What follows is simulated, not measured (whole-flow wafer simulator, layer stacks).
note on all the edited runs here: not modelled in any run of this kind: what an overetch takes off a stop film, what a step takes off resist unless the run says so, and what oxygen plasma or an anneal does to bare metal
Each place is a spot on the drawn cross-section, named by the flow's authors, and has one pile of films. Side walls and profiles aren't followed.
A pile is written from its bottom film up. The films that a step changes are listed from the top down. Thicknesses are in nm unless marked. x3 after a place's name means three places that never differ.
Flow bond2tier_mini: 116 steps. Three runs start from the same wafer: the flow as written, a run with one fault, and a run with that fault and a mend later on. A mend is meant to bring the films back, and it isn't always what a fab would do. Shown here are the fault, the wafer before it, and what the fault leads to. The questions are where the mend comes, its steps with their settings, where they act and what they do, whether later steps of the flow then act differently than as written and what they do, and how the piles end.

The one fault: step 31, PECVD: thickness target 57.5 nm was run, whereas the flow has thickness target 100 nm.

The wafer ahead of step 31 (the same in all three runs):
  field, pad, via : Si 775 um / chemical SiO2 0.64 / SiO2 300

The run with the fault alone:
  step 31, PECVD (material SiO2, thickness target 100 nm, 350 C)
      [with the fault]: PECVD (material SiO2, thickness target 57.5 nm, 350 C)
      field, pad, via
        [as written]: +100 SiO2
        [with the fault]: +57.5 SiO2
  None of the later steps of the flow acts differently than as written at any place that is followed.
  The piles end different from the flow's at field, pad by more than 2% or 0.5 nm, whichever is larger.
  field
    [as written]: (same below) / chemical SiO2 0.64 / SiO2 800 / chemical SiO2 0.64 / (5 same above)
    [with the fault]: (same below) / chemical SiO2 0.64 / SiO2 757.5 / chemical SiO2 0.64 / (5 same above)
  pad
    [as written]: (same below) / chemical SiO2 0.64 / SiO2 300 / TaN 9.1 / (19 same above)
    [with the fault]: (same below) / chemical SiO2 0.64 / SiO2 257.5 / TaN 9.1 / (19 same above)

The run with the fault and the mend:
  After step 31 comes the mend.
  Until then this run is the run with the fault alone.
  step 31a, PECVD (material SiO2, thickness target 42.5 nm, 350 C) (a further turn of the flow's step 31, with different settings)
      field, pad, via
        +42.5 SiO2
  None of the later steps of the flow acts differently than as written at any place that is followed.
  At every place that both follow, the piles at the end match the flow's.
